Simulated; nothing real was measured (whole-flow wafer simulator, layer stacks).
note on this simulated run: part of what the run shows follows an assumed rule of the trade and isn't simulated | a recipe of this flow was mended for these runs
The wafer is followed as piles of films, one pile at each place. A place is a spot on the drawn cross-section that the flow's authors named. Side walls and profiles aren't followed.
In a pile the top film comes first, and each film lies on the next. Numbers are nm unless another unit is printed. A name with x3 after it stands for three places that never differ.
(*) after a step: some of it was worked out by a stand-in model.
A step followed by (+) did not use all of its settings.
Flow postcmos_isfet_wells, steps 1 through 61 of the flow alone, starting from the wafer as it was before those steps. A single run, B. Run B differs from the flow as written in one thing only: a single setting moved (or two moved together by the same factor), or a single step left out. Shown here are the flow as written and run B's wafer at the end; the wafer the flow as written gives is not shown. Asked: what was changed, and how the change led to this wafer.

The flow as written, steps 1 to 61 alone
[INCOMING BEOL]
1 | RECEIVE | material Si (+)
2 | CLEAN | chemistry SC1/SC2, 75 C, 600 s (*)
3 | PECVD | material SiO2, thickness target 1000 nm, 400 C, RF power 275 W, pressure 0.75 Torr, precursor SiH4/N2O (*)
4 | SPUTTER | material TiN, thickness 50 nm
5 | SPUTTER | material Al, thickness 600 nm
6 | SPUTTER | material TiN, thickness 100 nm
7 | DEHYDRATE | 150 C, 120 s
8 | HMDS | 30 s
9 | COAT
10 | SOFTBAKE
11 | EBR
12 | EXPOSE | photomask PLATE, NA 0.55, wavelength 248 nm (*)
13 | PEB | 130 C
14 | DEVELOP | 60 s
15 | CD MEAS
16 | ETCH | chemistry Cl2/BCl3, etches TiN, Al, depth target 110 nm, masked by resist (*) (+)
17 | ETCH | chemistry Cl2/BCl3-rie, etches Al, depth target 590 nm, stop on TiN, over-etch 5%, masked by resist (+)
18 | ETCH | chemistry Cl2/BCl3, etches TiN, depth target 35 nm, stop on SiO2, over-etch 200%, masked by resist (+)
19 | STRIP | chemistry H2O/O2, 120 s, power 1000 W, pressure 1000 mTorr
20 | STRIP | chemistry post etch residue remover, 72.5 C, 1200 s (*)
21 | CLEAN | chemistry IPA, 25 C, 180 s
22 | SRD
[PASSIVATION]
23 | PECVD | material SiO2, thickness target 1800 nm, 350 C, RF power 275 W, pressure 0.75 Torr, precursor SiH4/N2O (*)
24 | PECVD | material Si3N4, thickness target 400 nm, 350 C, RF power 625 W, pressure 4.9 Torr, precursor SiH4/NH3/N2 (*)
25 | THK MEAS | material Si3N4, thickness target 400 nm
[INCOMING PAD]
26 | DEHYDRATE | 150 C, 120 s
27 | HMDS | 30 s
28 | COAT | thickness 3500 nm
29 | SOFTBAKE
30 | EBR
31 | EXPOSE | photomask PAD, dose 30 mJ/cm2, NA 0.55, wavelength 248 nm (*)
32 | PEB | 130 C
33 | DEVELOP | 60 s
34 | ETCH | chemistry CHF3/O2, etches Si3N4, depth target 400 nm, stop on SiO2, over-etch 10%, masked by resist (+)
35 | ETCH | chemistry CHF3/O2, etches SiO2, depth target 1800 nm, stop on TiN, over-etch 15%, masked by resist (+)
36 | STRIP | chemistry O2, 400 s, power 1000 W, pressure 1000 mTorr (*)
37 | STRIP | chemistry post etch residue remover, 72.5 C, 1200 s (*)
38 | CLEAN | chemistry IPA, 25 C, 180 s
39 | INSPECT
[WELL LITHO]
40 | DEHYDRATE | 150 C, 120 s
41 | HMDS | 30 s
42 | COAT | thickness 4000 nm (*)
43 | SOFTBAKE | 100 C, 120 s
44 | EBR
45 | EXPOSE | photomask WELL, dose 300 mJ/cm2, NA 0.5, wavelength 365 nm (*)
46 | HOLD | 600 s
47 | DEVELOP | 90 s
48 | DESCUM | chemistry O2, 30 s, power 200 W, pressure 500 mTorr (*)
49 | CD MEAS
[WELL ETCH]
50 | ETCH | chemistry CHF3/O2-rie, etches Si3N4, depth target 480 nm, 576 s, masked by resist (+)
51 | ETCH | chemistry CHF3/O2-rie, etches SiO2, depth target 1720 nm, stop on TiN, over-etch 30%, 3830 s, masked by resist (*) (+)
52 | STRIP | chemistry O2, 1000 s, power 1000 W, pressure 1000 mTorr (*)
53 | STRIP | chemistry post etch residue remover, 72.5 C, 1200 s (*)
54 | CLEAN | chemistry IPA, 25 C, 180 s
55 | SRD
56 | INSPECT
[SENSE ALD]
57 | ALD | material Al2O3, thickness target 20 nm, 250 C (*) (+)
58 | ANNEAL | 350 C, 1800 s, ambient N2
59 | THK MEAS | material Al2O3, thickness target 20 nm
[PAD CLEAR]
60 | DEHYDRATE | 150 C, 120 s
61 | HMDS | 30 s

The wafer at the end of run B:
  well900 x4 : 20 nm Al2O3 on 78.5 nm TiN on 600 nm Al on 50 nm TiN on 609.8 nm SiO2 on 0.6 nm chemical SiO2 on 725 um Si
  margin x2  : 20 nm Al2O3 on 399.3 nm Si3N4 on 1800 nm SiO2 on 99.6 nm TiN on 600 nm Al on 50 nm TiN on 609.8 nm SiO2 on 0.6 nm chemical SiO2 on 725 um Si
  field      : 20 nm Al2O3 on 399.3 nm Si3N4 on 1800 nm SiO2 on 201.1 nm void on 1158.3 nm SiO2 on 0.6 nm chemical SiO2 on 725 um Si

What caused this: step 3, PECVD: RF power 110 W was run, though the flow has RF power 275 W.

The path from the change to this, step by step:
  3 | PECVD | material SiO2, thickness target 1000 nm, 400 C, RF power 275 W, pressure 0.75 Torr, precursor SiH4/N2O (*)
      field, margin x2, well900 x4, pad_clr, pad_open: +609.8 SiO2 (new film) (it would be, as written: +1000 SiO2 (new film))
